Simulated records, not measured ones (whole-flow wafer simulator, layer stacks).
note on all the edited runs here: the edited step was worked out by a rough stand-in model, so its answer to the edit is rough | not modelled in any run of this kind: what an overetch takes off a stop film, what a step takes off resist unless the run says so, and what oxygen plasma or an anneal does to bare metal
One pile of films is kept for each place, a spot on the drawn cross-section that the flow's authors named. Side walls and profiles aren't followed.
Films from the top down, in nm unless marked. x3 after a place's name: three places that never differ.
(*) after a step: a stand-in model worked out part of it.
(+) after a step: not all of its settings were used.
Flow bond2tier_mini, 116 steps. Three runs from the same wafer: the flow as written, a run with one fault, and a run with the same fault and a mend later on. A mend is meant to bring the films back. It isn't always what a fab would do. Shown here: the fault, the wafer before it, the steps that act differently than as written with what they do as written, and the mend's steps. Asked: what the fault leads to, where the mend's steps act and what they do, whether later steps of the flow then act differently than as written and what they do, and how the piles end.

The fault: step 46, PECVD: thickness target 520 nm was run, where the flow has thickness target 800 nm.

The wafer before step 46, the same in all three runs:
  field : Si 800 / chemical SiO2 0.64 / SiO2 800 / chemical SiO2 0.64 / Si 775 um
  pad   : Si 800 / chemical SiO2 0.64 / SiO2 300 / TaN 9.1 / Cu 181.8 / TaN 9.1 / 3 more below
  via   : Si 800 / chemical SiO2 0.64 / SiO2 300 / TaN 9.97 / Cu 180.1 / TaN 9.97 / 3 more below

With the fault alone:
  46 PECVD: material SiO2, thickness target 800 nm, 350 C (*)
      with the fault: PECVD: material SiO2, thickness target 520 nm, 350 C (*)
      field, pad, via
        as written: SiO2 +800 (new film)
        with the fault: SiO2 +520 (new film)
  Later steps of the flow that act differently than as written:
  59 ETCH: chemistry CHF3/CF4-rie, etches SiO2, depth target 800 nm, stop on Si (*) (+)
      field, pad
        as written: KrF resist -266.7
        with the fault: KrF resist -241.5
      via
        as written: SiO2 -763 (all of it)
        with the fault: SiO2 -483 (all of it)
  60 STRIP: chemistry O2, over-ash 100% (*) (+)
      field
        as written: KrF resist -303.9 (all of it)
        with the fault: KrF resist -329.1 (all of it)
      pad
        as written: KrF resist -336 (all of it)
        with the fault: KrF resist -361.1 (all of it)
  At the end the piles differ from the flow's by more than 2% or 0.5 nm, whichever is larger, at field, pad.
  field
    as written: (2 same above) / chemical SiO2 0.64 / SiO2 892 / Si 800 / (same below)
    with the fault: (2 same above) / chemical SiO2 0.64 / SiO2 612 / Si 800 / (same below)
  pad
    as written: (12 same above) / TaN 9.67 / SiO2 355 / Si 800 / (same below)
    with the fault: (12 same above) / TaN 9.67 / SiO2 75 / Si 800 / (same below)

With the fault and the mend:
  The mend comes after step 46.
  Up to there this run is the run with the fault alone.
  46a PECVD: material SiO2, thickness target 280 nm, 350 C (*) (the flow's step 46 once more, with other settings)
      field, pad, via
        SiO2 +280
  No later step of the flow acts differently than as written at any place that is followed.
  At the end the piles are the same as the flow's at every place that both follow.
